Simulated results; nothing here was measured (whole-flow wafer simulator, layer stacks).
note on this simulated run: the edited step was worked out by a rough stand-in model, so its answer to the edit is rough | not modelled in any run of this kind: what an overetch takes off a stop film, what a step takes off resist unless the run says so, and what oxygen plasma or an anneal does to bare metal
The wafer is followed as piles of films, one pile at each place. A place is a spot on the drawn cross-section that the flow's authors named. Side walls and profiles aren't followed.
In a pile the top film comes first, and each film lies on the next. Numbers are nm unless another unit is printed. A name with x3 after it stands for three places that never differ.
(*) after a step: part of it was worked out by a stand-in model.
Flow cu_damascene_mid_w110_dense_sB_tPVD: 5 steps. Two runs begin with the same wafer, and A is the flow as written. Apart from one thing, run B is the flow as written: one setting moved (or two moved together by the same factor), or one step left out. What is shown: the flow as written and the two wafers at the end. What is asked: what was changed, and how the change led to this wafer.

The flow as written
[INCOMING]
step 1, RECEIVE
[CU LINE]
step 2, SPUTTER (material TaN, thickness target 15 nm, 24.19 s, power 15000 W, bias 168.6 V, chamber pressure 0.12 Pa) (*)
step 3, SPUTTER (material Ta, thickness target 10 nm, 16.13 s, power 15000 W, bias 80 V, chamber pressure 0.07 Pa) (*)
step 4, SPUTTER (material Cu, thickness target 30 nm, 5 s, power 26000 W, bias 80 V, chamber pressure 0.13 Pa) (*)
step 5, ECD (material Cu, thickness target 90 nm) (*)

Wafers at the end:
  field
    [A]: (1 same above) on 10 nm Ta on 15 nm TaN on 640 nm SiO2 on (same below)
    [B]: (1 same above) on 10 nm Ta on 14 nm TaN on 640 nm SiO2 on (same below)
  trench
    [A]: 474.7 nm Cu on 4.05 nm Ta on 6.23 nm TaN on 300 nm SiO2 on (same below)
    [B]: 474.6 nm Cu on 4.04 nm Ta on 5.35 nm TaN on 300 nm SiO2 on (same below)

The reason: step 2, SPUTTER: bias 209.1 V was run, though the flow has bias 168.6 V.

The path from the change to this, step by step:
  step 2, SPUTTER (material TaN, thickness target 15 nm, 24.19 s, power 15000 W, bias 168.6 V, chamber pressure 0.12 Pa) (*)
      field: A +15 TaN (new film) | B +14 TaN (new film)
      trench: A +6.23 TaN (new film) | B +5.35 TaN (new film)
